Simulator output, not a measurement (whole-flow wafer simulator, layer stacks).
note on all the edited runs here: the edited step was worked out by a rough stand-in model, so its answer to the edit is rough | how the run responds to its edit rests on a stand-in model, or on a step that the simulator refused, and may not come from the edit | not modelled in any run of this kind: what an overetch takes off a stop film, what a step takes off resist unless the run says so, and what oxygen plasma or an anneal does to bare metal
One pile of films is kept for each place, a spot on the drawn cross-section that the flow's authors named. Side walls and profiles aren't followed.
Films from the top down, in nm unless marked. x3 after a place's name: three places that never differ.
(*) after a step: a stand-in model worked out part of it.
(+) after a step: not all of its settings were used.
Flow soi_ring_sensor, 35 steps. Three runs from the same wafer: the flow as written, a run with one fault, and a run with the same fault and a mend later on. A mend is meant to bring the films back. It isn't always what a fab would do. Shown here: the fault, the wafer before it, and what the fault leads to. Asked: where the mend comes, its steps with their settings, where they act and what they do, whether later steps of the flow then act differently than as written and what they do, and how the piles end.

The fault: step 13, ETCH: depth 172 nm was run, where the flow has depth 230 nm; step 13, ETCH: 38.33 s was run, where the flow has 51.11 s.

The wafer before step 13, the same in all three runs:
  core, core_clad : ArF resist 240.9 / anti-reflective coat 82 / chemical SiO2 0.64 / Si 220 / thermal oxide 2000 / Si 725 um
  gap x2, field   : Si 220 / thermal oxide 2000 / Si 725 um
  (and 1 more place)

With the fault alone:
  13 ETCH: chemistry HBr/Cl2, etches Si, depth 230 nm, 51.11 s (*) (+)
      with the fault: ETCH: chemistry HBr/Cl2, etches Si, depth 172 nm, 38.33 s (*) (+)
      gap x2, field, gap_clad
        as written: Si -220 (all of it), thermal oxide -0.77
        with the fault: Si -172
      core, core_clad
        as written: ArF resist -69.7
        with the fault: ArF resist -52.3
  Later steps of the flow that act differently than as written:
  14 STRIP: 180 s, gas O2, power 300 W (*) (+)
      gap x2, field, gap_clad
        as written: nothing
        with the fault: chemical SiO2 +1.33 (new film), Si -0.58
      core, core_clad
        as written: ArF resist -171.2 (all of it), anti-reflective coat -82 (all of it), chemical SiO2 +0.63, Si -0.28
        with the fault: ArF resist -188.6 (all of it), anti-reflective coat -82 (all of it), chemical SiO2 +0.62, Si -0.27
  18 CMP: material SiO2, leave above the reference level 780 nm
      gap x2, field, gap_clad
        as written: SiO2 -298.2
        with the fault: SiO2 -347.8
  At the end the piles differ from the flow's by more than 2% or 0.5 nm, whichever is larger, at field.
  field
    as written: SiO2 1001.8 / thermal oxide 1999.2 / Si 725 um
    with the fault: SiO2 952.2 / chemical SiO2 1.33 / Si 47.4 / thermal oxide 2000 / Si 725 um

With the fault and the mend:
  The mend comes after step 13.
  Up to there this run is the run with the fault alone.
  13a ETCH: chemistry HBr/Cl2, etches Si, depth 58 nm, 12.89 s (*) (+) (the flow's step 13 once more, with other settings)
      gap x2, field, gap_clad
        Si -48 (all of it), thermal oxide -0.77
      core, core_clad
        ArF resist -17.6
  No later step of the flow acts differently than as written, at any place that is followed, by more than 2% or 0.5 nm, whichever is larger.
  At the end the piles are the same as the flow's at every place that both follow.
